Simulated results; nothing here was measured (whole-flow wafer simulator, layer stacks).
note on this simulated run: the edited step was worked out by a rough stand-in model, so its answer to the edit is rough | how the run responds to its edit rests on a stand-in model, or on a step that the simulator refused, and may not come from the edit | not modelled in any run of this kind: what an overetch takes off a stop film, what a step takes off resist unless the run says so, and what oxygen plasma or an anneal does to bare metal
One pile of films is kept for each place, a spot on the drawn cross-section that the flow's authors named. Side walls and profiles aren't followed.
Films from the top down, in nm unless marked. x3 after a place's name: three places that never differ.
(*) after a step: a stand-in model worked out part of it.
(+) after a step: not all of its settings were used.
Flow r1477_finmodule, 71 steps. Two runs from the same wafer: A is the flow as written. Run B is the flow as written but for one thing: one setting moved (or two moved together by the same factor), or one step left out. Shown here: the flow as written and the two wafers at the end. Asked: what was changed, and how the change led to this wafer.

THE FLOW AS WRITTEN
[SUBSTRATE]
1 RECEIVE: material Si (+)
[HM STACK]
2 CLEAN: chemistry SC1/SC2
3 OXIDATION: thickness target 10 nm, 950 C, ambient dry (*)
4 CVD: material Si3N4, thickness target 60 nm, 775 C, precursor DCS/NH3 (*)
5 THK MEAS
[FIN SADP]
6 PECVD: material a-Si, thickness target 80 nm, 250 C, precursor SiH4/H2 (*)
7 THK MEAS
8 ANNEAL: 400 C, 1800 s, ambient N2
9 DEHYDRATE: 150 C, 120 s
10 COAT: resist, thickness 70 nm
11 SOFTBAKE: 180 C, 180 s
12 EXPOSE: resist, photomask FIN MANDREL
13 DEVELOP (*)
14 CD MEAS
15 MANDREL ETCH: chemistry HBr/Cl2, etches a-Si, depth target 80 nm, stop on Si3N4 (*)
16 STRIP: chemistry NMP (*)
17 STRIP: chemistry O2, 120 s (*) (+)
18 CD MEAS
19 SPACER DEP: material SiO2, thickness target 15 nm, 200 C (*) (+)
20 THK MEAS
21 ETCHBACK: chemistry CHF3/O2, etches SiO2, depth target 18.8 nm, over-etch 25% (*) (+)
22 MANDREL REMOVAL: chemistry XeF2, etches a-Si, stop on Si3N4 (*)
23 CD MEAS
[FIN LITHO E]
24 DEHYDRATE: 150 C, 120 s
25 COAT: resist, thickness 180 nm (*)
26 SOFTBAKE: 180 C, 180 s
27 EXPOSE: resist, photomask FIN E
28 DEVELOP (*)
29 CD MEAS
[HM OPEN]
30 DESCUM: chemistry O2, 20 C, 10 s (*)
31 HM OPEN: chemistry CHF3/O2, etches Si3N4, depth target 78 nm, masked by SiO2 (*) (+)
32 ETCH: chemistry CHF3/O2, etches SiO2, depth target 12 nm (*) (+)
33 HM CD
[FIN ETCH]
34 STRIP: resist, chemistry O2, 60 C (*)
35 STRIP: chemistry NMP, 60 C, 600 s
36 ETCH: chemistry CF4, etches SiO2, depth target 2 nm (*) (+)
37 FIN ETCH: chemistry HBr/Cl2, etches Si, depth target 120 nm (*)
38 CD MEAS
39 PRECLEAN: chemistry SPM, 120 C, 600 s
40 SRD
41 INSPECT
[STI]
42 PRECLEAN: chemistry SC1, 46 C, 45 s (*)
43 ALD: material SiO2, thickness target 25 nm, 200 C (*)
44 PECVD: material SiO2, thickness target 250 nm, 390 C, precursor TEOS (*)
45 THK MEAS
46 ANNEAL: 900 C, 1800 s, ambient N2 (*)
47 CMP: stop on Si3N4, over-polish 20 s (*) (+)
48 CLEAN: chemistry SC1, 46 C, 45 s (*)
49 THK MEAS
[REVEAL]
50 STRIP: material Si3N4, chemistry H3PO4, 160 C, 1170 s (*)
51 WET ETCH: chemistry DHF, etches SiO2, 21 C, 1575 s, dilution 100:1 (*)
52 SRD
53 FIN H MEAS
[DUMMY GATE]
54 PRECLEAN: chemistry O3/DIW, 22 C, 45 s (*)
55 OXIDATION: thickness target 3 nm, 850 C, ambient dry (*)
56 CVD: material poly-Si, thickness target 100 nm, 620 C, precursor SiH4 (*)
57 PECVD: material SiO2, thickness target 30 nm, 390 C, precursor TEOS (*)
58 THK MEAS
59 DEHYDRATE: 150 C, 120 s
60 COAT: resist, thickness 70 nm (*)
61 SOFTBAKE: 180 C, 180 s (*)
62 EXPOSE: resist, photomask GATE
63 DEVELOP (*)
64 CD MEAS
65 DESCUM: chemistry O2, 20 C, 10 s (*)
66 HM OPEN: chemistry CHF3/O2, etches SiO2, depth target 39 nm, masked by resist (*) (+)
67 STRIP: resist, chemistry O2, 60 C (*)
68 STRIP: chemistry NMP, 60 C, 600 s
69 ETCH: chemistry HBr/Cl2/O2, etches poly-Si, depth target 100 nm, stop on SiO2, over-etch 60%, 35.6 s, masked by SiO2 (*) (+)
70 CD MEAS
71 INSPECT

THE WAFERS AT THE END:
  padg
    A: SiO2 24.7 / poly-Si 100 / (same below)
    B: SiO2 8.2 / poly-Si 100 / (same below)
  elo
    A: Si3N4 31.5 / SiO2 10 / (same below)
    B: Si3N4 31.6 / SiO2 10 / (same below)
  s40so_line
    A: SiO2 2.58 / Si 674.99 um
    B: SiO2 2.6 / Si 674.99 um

The cause: step 57, PECVD: thickness target 13.5 nm was run, where the flow has thickness target 30 nm.

How the change led to this, step by step:
  57 PECVD: material SiO2, thickness target 30 nm, 390 C, precursor TEOS (*)
      pad, padg, elg and 33 more: A SiO2 +30 (new film) | B SiO2 +13.5 (new film)
  66 HM OPEN: chemistry CHF3/O2, etches SiO2, depth target 39 nm, masked by resist (*) (+)
      pad, elo, eso and 15 more: A SiO2 -30 (all of it), poly-Si -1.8 | B SiO2 -13.5 (all of it), poly-Si -1.35
      padg, elg, esg and 15 more: A resist -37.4 | B resist -19.4
  67 STRIP: resist, chemistry O2, 60 C (*)
      padg, elg, esg: A resist -15.9 (all of it) | B resist -33.9 (all of it)
      e40lg, e100lg, e200lg: A resist -12.8 (all of it) | B resist -30.7 (all of it)
      (and at 12 more places)
